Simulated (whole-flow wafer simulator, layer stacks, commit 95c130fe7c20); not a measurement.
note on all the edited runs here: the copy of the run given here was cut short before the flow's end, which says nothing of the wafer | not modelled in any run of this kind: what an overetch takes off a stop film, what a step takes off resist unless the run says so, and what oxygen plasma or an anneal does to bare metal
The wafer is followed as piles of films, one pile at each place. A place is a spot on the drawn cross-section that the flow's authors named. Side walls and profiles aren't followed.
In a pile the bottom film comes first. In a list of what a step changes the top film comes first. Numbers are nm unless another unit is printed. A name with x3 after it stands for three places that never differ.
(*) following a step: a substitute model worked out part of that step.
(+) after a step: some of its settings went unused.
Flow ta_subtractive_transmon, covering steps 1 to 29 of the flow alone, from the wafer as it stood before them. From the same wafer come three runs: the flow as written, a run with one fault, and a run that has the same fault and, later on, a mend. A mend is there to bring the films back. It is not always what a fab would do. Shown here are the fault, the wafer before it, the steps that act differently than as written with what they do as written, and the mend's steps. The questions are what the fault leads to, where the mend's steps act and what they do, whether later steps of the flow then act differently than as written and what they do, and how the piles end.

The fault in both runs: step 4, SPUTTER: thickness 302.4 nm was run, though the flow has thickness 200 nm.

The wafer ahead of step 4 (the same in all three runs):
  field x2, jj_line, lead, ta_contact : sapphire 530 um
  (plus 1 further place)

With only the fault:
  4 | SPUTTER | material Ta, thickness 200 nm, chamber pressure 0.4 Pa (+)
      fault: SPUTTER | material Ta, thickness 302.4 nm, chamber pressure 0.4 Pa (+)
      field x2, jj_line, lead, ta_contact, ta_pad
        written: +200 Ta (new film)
        fault: +302.4 Ta (new film)
  Steps further on in the flow that do not act as written (not shown: 3 more steps that differ only slightly, by at most 2% or 0.5 nm, whichever is larger):
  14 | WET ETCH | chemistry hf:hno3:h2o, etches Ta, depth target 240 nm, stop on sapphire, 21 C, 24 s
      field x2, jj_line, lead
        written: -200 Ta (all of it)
        fault: -240 Ta
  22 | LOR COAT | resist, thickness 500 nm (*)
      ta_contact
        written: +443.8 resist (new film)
        fault: +433.7 resist (new film)
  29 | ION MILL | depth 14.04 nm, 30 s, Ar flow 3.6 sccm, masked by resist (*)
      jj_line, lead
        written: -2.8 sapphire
        fault: -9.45 Ta
  The piles end different from the flow's at field x2, jj_line, lead, ta_contact, ta_pad by more than 2% or 0.5 nm, whichever is larger.
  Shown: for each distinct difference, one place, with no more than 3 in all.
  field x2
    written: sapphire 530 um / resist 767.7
    fault: sapphire 530 um / Ta 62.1 / resist 767.7
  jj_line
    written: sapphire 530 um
    fault: sapphire 530 um / Ta 52.7
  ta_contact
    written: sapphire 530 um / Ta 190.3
    fault: sapphire 530 um / Ta 292.7

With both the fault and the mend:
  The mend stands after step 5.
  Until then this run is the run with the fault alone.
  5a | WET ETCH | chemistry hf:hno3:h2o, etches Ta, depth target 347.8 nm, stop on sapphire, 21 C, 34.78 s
      field x2, jj_line, lead, ta_contact, ta_pad
        -302.4 Ta (all of it)
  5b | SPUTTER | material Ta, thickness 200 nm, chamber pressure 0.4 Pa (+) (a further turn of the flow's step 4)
      field x2, jj_line, lead, ta_contact, ta_pad
        +200 Ta (new film)
  Every later step of the flow that is run acts as written at every place that is followed.
  The piles end the same as the flow's at every place that both follow.
